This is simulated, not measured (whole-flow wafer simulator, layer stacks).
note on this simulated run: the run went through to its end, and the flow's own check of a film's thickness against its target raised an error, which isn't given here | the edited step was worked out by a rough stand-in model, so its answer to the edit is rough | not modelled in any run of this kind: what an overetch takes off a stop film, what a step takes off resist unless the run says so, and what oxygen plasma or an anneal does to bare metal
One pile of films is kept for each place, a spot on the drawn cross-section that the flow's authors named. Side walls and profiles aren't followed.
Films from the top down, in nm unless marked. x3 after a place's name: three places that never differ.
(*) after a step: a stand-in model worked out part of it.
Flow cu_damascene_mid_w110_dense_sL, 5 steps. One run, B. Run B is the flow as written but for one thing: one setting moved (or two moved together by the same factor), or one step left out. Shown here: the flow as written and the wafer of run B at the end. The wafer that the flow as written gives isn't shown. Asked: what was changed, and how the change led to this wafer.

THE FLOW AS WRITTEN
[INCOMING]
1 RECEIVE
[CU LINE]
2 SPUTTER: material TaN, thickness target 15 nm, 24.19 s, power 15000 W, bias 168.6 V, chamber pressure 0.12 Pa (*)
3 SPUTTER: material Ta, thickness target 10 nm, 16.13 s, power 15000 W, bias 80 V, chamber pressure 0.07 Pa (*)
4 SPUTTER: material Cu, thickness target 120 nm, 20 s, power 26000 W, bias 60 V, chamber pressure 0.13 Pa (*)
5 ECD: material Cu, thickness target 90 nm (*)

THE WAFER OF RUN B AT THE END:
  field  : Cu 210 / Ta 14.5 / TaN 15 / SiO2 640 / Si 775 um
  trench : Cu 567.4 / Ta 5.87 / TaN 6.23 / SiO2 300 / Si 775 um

The cause: step 3, SPUTTER: thickness target 14.5 nm was run, where the flow has thickness target 10 nm; step 3, SPUTTER: 23.39 s was run, where the flow has 16.13 s.
It can be read off the wafer: field has Ta 14.5, and step 3 as written asks for 10 nm.

How the change led to this, step by step:
  3 SPUTTER: material Ta, thickness target 10 nm, 16.13 s, power 15000 W, bias 80 V, chamber pressure 0.07 Pa (*)
      field: Ta +14.5 (new film) (as written it would be: Ta +10 (new film))
      trench: Ta +5.87 (new film) (as written it would be: Ta +4.05 (new film))
